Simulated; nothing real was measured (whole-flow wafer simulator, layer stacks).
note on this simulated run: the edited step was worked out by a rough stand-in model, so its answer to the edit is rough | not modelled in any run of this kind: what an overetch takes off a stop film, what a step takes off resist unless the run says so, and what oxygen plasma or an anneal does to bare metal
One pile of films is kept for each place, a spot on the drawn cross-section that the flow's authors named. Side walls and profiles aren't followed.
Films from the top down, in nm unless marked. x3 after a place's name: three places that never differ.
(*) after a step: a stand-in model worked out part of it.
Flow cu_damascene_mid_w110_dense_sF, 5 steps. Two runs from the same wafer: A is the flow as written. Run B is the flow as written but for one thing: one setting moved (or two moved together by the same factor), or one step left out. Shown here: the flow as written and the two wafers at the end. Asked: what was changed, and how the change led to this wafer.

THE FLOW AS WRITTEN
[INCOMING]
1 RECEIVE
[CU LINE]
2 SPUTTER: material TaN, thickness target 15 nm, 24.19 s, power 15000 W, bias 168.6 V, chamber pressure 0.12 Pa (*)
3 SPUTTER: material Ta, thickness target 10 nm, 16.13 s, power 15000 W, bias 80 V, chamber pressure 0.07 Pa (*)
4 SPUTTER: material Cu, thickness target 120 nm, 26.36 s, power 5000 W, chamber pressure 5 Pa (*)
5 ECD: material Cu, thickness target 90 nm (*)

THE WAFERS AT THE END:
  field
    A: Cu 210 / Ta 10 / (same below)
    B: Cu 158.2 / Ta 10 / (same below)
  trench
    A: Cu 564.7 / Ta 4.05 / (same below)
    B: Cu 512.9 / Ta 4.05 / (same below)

The cause: step 5, ECD: thickness target 38.2 nm was run, where the flow has thickness target 90 nm.

How the change led to this, step by step:
  5 ECD: material Cu, thickness target 90 nm (*)
      field: A Cu +90 | B Cu +38.2
      trench: A Cu +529 | B Cu +477.2
